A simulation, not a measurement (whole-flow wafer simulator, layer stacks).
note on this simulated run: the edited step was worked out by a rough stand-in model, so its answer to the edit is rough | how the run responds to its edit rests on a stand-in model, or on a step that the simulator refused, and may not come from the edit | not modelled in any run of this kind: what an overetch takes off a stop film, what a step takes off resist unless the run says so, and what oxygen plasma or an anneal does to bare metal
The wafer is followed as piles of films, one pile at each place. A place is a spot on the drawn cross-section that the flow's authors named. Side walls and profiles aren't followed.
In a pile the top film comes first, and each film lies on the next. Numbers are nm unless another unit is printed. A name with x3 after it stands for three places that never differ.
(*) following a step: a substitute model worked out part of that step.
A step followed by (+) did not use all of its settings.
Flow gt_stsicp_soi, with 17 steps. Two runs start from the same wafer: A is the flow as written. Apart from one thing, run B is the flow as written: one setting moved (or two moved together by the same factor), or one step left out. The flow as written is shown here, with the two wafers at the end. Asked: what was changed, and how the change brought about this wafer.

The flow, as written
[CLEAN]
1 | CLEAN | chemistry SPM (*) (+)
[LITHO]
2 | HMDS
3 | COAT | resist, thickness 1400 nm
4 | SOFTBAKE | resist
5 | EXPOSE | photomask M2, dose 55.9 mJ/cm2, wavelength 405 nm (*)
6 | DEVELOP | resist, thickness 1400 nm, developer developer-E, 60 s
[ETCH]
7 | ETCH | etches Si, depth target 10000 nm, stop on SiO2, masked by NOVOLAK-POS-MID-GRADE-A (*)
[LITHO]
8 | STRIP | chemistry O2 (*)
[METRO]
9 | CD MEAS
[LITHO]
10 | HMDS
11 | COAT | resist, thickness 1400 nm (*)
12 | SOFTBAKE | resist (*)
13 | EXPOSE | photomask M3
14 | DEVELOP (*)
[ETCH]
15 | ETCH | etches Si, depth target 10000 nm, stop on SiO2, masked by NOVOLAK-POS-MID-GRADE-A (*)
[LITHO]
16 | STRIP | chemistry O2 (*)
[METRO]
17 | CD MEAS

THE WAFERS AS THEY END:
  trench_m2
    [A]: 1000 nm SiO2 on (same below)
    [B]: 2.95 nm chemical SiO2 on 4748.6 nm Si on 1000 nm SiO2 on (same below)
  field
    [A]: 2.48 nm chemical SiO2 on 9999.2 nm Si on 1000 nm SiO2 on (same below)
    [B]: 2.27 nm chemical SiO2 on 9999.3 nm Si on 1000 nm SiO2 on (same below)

What caused this: step 7, ETCH: depth target 5250 nm was run, whereas the flow has depth target 10000 nm.

The path from the change to this, step by step:
  7 | ETCH | etches Si, depth target 10000 nm, stop on SiO2, masked by NOVOLAK-POS-MID-GRADE-A (*)
      trench_m2: A chemical SiO2 loses 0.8 (all of it), Si loses 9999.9 (all of it) | B chemical SiO2 loses 0.8 (all of it), Si loses 5250
      field, trench_m3: A resist loses 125 | B resist loses 65.6
  8 | STRIP | chemistry O2 (*)
      trench_m2: A nothing | B chemical SiO2 gains 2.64 (new film), Si loses 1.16
      field, trench_m3: A resist loses 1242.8 (all of it), chemical SiO2 gains 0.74, Si loses 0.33 | B resist loses 1302.2 (all of it), chemical SiO2 gains 0.75, Si loses 0.33
  11 | COAT | resist, thickness 1400 nm (*)
      field: A resist gains 1332.8 (new film) | B resist gains 1364.5 (new film)
      trench_m2: A resist gains 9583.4 (new film) | B resist gains 5768.2 (new film)
      (and at 1 other place as well)
  12 | SOFTBAKE | resist (*)
      trench_m2: A nothing | B resist gains 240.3
      trench_m3: A nothing | B resist gains 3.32
  14 | DEVELOP (*)
      trench_m3: A resist loses 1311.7 (all of it) | B resist loses 1356.8 (all of it)
  16 | STRIP | chemistry O2 (*)
      trench_m2: A resist loses 9458.4 (all of it) | B resist loses 5883.5 (all of it), chemical SiO2 gains 0.31, Si loses 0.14
      field: A resist loses 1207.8 (all of it), chemical SiO2 gains 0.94, Si loses 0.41 | B resist loses 1239.9 (all of it), chemical SiO2 gains 0.72, Si loses 0.32
